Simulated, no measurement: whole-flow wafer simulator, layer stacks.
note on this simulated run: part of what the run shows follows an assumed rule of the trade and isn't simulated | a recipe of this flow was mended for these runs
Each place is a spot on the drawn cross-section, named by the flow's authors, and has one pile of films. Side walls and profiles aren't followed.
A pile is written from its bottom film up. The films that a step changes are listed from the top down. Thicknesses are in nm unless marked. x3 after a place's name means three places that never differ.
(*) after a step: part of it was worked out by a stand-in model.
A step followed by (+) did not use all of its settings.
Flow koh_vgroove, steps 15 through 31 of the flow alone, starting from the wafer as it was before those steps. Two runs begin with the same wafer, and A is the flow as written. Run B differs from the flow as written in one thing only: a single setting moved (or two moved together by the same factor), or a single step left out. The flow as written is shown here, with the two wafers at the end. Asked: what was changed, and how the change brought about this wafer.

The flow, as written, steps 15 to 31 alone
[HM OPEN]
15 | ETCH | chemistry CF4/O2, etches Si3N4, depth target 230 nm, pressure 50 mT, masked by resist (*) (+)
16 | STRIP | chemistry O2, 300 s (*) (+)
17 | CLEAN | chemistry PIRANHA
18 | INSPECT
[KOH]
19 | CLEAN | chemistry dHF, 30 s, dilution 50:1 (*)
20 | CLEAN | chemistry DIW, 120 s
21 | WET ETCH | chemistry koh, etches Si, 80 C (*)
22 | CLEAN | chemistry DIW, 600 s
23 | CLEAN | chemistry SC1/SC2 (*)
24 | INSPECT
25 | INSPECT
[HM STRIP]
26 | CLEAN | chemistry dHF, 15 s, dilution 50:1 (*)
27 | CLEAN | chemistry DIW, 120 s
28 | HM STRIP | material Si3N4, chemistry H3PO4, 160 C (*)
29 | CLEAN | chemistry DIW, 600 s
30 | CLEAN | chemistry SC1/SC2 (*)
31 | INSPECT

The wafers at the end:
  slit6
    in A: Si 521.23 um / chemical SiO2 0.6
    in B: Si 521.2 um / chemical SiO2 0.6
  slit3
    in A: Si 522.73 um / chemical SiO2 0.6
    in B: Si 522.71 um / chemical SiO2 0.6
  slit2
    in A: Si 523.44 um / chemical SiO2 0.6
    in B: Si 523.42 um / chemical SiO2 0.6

What caused this: step 15, ETCH: depth target 255 nm was run, whereas the flow has depth target 230 nm.

Step by step, how the change led to this:
  15 | ETCH | chemistry CF4/O2, etches Si3N4, depth target 230 nm, pressure 50 mT, masked by resist (*) (+)
      slit3, slit2, slit6, slit20: A Si3N4 loses 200 (all of it), chemical SiO2 loses 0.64 (all of it), Si loses 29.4 | B Si3N4 loses 200 (all of it), chemical SiO2 loses 0.64 (all of it), Si loses 54.4
      field: A i-line-resist loses 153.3 | B i-line-resist loses 170
